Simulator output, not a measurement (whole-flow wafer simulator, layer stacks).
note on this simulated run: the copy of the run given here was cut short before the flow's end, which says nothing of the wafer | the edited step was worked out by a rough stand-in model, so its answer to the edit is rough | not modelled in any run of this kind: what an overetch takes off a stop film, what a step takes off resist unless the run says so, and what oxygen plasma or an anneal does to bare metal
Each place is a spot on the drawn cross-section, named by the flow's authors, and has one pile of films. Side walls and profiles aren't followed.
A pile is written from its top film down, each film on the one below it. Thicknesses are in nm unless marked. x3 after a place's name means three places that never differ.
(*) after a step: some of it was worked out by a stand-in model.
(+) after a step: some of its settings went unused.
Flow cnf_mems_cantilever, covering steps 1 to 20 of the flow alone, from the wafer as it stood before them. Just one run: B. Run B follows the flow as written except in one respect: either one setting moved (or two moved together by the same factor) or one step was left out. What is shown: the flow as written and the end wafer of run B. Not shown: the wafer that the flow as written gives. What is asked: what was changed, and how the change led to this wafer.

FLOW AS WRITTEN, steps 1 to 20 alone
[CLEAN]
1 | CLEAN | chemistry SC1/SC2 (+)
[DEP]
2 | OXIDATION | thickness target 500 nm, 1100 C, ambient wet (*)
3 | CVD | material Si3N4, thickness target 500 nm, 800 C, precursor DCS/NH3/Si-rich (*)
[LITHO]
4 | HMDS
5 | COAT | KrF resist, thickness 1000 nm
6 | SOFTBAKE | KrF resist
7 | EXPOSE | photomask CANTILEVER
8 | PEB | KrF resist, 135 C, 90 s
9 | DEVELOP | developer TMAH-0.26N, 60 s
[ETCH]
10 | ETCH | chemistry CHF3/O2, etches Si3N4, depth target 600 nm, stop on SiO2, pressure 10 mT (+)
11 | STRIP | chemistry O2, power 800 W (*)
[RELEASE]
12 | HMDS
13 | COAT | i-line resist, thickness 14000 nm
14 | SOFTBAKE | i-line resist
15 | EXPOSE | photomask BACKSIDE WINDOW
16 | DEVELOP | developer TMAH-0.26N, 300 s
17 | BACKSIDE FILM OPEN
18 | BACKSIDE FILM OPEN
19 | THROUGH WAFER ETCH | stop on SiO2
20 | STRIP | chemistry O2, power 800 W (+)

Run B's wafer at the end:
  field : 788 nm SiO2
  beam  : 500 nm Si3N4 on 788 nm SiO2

What caused this: step 2, OXIDATION: thickness target 788 nm was run, though the flow has thickness target 500 nm.
One can read it off the wafer: field has SiO2 788, and step 2 as written asks for 500 nm.

Step by step, how the change led to this:
  2 | OXIDATION | thickness target 500 nm, 1100 C, ambient wet (*)
      field, beam: +788 SiO2 (new film), -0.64 chemical SiO2 (all of it), -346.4 Si (it would be, as written: +500 SiO2 (new film), -0.64 chemical SiO2 (all of it), -219.7 Si)
  19 | THROUGH WAFER ETCH | stop on SiO2
      field: under 1 film: -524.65 um Si (all of it) (it would be, as written: under 1 film: -524.78 um Si (all of it))
      beam: under 2 films: -524.65 um Si (all of it) (it would be, as written: under 2 films: -524.78 um Si (all of it))
